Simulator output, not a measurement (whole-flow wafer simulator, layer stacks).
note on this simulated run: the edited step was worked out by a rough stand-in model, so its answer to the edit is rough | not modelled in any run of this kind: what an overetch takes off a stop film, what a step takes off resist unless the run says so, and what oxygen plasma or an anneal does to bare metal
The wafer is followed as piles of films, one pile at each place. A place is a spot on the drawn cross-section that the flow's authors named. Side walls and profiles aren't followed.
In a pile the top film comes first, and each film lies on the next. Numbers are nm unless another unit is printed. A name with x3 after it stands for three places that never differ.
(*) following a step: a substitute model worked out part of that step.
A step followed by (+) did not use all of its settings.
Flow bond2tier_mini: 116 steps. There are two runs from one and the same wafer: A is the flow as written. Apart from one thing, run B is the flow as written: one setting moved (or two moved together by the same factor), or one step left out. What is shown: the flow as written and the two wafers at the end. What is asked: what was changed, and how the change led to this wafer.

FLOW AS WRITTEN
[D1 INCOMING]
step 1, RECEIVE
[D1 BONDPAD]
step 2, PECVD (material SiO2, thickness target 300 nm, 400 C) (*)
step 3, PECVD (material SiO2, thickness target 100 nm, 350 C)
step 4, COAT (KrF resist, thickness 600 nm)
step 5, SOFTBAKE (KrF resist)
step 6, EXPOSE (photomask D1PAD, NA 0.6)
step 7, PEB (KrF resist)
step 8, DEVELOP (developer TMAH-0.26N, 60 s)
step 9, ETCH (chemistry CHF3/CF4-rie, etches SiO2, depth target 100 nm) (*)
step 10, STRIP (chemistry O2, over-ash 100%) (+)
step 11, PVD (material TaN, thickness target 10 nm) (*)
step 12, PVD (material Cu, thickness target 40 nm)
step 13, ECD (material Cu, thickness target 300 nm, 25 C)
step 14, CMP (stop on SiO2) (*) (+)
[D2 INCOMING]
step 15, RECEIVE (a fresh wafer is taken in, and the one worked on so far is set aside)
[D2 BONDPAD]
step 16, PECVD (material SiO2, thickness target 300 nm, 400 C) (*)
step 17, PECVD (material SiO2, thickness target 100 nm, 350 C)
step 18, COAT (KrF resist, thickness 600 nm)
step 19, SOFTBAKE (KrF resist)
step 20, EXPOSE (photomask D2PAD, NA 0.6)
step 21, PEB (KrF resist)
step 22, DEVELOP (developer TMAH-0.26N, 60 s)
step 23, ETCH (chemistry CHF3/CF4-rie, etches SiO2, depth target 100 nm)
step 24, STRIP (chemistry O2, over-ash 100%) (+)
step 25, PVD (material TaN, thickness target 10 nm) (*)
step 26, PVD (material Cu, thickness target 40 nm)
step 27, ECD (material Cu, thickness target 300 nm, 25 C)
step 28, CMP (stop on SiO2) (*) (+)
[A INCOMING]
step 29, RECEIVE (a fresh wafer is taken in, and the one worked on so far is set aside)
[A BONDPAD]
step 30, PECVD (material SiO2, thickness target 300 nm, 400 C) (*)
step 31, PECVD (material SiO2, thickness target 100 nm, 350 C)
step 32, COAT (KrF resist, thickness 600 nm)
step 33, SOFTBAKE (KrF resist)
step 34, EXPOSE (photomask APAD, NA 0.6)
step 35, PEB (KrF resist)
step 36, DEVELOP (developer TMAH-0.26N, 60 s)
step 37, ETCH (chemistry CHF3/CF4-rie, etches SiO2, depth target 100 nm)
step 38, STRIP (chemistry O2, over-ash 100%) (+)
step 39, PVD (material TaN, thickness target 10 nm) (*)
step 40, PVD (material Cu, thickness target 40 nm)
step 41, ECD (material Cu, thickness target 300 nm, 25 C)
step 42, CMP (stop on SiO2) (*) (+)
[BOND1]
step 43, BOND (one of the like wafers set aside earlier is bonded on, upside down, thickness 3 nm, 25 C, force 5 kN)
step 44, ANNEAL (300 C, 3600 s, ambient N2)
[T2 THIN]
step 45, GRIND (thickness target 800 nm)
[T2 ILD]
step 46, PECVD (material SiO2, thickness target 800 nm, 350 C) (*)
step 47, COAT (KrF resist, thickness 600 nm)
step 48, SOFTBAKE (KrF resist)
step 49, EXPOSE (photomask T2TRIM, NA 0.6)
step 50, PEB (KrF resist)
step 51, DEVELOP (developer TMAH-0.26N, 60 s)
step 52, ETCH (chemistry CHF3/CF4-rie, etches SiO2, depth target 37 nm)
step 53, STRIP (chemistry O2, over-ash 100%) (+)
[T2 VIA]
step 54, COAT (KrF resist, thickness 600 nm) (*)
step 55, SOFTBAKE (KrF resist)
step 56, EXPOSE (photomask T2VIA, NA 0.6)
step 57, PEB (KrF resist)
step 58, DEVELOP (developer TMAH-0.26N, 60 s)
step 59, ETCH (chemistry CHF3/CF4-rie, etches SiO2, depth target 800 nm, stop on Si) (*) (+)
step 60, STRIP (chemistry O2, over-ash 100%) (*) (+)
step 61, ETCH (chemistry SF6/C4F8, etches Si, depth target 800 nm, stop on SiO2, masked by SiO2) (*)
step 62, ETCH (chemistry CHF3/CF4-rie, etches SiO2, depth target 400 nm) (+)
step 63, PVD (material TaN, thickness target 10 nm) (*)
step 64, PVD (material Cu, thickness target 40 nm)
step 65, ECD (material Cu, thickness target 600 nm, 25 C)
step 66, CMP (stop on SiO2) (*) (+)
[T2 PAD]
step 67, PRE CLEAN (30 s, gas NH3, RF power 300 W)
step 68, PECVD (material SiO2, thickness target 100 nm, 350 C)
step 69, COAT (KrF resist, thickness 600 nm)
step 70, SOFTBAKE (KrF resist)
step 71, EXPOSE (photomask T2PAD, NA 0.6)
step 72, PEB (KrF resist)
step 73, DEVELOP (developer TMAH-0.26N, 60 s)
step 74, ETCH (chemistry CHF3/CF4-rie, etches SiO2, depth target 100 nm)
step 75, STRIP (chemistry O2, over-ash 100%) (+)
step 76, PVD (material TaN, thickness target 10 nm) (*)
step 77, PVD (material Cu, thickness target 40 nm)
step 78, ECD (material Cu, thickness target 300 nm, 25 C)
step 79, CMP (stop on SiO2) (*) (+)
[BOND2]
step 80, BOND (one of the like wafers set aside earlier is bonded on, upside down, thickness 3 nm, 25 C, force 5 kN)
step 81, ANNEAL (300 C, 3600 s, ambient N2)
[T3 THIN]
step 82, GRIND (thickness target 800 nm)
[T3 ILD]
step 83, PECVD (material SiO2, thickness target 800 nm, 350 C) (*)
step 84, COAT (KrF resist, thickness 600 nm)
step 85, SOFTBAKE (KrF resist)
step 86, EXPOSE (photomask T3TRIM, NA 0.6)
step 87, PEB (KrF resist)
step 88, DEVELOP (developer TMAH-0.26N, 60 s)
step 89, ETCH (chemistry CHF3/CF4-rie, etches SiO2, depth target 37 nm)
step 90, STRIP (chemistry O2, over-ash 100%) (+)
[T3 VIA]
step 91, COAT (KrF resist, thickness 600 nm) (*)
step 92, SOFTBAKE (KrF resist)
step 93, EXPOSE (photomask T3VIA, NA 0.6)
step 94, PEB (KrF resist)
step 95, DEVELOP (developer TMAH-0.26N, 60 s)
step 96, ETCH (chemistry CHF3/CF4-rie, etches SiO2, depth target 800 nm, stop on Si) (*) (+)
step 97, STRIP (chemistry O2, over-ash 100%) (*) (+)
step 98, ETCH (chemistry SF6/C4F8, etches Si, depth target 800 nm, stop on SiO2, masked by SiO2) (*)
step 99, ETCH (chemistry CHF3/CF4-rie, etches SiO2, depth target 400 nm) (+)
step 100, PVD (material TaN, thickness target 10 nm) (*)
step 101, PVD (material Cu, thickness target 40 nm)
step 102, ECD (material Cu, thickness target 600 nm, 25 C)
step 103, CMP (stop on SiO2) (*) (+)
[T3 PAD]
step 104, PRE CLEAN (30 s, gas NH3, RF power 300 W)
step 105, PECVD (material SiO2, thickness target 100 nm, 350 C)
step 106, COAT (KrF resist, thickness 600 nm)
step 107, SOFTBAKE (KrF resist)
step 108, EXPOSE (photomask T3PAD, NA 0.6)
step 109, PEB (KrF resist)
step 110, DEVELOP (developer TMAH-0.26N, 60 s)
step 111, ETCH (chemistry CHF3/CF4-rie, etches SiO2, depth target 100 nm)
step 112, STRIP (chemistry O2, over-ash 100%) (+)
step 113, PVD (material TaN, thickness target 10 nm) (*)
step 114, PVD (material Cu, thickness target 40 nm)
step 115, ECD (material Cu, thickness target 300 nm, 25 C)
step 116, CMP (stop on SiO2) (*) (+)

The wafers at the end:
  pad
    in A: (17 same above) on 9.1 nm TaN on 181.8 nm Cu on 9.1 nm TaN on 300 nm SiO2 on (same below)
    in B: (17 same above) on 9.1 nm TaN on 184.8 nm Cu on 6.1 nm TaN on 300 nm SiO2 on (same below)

Cause: step 39, PVD: thickness target 6.7 nm was run, while the flow as written has thickness target 10 nm.

How this came from the change, step by step:
  step 39, PVD (material TaN, thickness target 10 nm) (*)
      field: A +10 TaN (new film) | B +6.7 TaN (new film)
      pad: A +9.1 TaN (new film) | B +6.1 TaN (new film)
      (and at 1 other place as well)
  step 42, CMP (stop on SiO2) (*) (+)
      field: A -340 Cu (all of it), -10 TaN (all of it) | B -340 Cu (all of it), -6.7 TaN (all of it)
